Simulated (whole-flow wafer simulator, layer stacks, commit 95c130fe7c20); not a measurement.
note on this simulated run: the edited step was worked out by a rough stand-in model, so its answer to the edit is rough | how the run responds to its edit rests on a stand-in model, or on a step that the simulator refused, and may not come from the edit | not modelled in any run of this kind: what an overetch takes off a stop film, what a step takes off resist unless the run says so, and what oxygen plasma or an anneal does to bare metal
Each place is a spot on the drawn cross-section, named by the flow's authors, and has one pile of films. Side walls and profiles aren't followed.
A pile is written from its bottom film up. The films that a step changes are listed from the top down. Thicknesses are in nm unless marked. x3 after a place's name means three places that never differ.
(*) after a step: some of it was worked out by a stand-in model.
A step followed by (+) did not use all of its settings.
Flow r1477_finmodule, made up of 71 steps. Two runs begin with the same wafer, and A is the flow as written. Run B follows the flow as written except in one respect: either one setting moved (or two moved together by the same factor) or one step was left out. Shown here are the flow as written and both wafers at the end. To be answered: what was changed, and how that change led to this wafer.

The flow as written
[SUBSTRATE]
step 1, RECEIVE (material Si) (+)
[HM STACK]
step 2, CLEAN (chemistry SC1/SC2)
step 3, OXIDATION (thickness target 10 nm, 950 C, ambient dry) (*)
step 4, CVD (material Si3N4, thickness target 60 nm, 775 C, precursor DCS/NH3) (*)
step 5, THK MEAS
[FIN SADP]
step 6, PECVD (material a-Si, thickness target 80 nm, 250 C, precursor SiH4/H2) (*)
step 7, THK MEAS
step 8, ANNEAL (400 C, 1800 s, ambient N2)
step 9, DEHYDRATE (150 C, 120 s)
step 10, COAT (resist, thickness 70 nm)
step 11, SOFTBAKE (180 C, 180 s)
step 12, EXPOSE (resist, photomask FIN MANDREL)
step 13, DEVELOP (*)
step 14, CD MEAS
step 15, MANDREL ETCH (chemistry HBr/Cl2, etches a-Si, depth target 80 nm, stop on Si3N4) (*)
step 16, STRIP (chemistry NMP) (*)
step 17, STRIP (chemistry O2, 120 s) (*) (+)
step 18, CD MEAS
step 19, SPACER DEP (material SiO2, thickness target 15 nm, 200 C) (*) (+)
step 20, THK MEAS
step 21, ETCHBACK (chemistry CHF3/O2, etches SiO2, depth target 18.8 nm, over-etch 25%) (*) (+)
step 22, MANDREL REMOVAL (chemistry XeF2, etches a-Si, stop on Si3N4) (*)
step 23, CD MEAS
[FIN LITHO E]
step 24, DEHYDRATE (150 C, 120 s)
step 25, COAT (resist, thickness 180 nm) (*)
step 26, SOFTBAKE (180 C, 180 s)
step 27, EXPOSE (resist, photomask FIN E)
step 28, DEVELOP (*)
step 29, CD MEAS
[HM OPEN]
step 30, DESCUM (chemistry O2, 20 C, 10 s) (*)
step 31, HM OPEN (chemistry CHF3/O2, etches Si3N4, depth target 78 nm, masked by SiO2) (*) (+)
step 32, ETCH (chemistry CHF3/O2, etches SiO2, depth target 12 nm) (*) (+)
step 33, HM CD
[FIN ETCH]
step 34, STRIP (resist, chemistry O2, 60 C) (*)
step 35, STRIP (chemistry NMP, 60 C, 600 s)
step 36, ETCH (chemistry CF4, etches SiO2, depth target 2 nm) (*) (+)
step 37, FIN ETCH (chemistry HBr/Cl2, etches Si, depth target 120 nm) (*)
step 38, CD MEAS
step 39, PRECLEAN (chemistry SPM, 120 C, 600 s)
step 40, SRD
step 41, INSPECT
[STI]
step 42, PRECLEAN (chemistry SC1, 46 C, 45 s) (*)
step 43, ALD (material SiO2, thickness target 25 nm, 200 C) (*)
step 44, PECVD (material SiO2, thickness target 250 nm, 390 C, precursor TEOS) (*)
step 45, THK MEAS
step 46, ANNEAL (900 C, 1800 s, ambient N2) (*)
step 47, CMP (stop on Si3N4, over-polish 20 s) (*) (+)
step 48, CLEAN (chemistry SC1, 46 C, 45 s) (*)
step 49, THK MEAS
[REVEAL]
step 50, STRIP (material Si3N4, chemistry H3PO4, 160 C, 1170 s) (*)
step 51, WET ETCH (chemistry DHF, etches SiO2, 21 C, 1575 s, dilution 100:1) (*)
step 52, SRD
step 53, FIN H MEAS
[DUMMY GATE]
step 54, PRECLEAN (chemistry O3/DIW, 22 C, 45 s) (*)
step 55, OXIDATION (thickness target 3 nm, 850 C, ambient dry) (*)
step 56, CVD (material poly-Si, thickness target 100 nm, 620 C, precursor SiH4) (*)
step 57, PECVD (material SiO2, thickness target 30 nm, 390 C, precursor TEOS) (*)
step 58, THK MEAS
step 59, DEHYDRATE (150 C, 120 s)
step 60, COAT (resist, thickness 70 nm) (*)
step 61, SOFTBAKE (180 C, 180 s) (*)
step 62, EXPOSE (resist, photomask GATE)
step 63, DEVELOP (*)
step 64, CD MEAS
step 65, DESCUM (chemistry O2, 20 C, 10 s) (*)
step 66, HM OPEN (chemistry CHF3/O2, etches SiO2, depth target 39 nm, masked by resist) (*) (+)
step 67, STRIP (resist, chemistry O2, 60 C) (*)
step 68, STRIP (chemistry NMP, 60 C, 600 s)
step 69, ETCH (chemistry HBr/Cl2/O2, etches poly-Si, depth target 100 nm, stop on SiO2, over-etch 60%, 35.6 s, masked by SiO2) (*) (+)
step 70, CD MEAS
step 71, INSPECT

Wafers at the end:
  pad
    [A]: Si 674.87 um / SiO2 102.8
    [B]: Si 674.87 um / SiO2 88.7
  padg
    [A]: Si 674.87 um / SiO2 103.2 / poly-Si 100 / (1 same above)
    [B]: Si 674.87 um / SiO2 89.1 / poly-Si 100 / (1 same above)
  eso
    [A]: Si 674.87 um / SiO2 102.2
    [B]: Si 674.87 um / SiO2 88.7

What caused this: step 44, PECVD: thickness target 160 nm was run, whereas the flow has thickness target 250 nm.

How this came from the change, step by step:
  step 44, PECVD (material SiO2, thickness target 250 nm, 390 C, precursor TEOS) (*)
      pad, padg, elg and 33 more: A SiO2 gains 250 | B SiO2 gains 160
  step 46, ANNEAL (900 C, 1800 s, ambient N2) (*)
      pad, padg, elg and 33 more: A SiO2 loses 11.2 | B SiO2 loses 7.2
  step 47, CMP (stop on Si3N4, over-polish 20 s) (*) (+)
      pad, padg, e40sg and 11 more: A SiO2 loses 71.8 | B nothing
      eso: A SiO2 loses 72.4 | B nothing
      (and at 21 other places as well)
  step 60, COAT (resist, thickness 70 nm) (*)
      s40sg, s45sg, s40so, s45so: A resist gains 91 (new film) | B resist gains 104.6 (new film)
      e40sg, e40so: A resist gains 129.5 (new film) | B resist gains 142.9 (new film)
      (and at 7 other places as well)
  step 63, DEVELOP (*)
      s40so, s45so: A resist loses 91 (all of it) | B resist loses 104.6 (all of it)
      eso: A resist loses 129.5 (all of it) | B resist loses 142.3 (all of it)
      (and at 4 other places as well)
  step 67, STRIP (resist, chemistry O2, 60 C) (*)
      e40lg, e100lg, e200lg: A resist loses 12.8 (all of it) | B resist loses 12.1 (all of it)
      s40sg, s45sg: A resist loses 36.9 (all of it) | B resist loses 50.5 (all of it)
      (and at 6 other places as well)
